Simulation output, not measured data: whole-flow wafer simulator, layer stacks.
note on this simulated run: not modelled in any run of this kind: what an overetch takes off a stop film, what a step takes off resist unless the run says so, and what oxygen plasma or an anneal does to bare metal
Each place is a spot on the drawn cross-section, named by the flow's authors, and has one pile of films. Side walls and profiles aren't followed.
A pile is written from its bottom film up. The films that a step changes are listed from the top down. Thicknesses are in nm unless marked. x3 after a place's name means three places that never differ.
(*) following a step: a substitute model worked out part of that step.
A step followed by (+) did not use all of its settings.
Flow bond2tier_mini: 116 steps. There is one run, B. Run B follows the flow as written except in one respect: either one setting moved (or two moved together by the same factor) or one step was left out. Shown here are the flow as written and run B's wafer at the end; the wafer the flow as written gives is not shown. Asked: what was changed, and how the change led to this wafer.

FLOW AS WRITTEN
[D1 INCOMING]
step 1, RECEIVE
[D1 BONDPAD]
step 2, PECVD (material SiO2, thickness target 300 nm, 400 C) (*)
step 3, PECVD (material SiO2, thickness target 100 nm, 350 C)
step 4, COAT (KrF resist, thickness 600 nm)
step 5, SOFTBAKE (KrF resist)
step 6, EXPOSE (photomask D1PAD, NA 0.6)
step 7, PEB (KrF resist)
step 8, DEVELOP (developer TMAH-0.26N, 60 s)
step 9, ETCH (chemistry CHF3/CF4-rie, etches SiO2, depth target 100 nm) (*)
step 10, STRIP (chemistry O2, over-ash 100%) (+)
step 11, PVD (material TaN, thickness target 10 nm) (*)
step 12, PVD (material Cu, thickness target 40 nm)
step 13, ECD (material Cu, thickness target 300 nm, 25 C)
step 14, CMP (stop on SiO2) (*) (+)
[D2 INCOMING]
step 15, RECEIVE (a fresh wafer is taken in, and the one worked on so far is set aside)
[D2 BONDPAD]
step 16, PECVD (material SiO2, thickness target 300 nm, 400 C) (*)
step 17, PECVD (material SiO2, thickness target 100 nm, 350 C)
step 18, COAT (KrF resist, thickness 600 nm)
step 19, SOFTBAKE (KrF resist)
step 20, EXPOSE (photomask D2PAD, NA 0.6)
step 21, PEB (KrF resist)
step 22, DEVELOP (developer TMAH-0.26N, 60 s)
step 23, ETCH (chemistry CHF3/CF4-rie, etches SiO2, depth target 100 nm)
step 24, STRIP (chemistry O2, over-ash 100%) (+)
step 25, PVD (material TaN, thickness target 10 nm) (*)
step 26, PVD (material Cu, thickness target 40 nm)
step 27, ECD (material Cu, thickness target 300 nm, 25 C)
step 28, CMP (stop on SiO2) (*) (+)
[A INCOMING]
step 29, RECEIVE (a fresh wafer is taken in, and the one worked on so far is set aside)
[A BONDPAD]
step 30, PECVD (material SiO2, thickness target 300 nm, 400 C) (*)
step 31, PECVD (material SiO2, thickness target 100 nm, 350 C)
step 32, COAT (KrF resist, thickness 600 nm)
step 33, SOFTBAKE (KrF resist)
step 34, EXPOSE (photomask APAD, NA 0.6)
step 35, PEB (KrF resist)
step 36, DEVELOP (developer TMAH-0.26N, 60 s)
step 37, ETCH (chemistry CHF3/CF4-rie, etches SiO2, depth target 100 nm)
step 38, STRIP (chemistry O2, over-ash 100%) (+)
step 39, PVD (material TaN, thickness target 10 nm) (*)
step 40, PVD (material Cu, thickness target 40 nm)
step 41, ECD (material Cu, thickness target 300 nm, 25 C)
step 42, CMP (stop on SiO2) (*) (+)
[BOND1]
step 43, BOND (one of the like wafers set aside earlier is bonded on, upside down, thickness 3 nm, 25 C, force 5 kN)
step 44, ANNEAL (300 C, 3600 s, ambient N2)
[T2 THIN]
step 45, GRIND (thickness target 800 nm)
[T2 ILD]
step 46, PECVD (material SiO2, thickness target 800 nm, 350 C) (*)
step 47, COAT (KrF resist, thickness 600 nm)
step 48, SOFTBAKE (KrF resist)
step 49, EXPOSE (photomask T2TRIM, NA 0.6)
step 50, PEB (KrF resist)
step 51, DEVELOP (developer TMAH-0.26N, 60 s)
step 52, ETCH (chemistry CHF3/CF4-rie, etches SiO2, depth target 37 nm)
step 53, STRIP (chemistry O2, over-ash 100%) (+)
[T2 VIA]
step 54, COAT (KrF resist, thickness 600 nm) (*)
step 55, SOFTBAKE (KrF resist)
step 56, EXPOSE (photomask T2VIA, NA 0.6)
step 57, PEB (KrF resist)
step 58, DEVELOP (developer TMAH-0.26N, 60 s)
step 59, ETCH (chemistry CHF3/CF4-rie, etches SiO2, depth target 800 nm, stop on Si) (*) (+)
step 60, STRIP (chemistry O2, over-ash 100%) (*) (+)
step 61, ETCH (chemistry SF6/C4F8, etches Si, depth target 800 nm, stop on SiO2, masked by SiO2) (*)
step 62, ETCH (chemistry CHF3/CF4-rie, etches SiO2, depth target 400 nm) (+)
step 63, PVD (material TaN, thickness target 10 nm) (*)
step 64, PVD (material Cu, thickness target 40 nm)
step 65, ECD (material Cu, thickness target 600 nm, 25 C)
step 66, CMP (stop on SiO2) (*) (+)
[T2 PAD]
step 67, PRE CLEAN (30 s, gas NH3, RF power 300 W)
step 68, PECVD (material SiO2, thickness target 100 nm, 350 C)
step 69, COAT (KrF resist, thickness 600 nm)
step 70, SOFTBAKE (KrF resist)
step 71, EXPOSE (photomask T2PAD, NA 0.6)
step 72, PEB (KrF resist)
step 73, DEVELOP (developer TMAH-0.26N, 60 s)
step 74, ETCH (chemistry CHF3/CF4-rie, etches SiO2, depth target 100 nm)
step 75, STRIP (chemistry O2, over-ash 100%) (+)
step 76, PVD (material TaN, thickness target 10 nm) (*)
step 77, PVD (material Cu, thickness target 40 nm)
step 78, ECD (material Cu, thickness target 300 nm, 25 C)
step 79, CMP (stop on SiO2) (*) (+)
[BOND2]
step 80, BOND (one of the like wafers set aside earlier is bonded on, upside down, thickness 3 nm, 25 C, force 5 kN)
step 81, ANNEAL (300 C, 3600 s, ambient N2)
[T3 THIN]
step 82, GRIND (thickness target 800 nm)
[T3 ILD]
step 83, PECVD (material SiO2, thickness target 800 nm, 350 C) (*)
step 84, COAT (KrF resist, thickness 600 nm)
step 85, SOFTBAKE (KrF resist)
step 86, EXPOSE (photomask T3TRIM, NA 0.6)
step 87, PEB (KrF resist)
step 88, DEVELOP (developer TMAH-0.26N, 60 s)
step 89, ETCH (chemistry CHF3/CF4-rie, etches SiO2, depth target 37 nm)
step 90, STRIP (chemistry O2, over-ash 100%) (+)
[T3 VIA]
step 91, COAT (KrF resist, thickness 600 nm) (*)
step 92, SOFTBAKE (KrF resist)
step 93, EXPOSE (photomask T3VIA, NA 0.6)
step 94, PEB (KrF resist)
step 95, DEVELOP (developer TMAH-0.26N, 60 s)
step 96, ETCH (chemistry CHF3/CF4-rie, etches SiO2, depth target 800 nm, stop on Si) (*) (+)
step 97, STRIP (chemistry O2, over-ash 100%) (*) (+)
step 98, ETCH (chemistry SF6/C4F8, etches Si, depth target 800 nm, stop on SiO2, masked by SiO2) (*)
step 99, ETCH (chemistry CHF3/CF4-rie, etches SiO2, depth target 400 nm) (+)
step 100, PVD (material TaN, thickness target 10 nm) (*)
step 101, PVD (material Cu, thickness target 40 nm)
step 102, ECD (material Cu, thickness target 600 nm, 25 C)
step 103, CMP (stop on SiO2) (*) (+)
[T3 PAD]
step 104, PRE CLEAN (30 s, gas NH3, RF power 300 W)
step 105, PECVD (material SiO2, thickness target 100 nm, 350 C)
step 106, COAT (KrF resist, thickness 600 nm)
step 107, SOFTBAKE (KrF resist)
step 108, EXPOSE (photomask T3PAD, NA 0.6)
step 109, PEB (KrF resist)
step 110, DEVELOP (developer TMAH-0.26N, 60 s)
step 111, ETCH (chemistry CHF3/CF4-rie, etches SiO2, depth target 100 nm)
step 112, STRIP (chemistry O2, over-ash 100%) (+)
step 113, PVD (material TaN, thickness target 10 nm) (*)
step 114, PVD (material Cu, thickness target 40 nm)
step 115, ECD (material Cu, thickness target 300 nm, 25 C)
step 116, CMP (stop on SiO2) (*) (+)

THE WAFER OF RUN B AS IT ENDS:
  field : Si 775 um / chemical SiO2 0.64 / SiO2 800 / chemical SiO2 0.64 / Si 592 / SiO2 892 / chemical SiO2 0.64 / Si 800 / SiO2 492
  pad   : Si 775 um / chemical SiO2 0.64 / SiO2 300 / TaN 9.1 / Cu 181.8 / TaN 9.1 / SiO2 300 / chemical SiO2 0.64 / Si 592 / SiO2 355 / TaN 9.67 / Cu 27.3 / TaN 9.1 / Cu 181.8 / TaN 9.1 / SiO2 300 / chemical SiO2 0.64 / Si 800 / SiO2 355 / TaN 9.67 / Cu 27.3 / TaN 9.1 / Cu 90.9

Cause: step 45, GRIND: thickness target 592 nm was run, while the flow as written has thickness target 800 nm.
The wafer lets one read it off: field has Si 592, and step 45 as written asks for 800 nm.

How this came from the change, step by step:
  step 45, GRIND (thickness target 800 nm)
      field, pad, via: Si loses 774.41 um (it would be, as written: Si loses 774.2 um)
